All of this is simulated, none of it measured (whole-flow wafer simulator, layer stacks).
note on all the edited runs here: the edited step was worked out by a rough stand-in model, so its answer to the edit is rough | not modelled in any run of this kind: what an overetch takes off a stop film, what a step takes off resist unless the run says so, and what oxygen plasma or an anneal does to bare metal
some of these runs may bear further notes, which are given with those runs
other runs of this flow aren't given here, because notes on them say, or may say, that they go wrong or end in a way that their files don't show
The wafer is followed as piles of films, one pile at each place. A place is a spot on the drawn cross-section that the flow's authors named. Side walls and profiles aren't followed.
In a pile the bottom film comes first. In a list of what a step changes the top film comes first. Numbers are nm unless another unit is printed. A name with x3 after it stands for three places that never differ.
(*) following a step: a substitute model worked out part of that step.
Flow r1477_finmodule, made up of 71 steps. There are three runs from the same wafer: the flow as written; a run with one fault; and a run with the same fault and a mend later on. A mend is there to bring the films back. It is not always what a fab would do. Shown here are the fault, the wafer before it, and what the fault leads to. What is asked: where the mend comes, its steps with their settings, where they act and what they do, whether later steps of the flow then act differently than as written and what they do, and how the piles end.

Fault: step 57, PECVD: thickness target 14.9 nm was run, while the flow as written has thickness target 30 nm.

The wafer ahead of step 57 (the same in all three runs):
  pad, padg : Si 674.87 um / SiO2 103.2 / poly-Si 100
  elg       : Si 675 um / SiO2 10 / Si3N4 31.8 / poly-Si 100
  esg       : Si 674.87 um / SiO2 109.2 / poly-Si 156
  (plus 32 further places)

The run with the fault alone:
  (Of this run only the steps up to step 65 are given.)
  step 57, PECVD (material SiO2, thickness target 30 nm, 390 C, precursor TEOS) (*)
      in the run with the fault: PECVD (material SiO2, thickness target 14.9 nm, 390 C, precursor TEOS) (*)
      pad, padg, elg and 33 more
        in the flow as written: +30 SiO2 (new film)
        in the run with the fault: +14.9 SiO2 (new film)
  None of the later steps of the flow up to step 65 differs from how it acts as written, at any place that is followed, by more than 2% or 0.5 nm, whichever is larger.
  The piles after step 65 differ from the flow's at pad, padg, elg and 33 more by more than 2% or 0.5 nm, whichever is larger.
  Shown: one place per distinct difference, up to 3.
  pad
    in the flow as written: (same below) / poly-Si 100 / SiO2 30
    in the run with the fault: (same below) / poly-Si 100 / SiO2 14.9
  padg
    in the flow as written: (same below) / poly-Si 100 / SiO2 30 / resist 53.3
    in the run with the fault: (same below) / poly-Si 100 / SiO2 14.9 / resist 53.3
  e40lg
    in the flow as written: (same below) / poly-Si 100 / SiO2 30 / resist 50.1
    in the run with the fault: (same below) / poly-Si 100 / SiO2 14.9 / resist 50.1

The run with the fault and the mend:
  The mend follows step 58.
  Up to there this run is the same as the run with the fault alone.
  step 58a, PECVD (material SiO2, thickness target 15.1 nm, 390 C, precursor TEOS) (*) (the flow's step 57 again, with other settings)
      pad, padg, elg and 33 more
        +15.1 SiO2
  None of the later steps of the flow acts differently than as written at any place that is followed.
  At every place that both follow, the piles at the end match the flow's.
